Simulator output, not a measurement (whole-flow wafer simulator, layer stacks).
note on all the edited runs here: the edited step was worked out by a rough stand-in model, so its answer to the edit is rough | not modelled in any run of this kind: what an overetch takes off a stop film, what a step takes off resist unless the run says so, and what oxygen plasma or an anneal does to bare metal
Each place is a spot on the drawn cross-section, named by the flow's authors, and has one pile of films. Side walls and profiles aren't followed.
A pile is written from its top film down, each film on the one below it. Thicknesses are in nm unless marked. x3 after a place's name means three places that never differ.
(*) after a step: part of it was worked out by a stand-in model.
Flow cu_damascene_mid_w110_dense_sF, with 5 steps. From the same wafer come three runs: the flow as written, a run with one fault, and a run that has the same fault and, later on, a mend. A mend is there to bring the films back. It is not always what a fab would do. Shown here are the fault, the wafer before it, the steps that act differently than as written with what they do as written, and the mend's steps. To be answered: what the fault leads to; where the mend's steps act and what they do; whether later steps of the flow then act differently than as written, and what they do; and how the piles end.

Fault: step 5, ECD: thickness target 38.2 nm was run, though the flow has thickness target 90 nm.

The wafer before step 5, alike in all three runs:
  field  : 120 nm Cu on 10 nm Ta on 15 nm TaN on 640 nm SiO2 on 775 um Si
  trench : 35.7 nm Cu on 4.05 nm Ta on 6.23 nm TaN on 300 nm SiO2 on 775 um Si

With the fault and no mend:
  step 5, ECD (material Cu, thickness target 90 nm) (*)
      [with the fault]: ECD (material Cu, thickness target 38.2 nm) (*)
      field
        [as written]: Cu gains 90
        [with the fault]: Cu gains 38.2
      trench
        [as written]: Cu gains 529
        [with the fault]: Cu gains 477.2
  Later steps of the flow that are run all act as written at every place that is followed.
  By the end, the piles at field, trench depart from the flow's by more than 2% or 0.5 nm, whichever is larger.
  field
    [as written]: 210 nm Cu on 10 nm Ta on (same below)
    [with the fault]: 158.2 nm Cu on 10 nm Ta on (same below)
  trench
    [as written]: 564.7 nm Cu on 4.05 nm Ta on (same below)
    [with the fault]: 512.9 nm Cu on 4.05 nm Ta on (same below)

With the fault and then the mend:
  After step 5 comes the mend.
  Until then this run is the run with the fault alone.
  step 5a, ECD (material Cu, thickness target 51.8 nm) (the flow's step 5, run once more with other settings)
      field, trench
        Cu gains 51.8
  Later steps of the flow that are run all act as written at every place that is followed.
  By the end, the piles equal the flow's at every place that both follow.
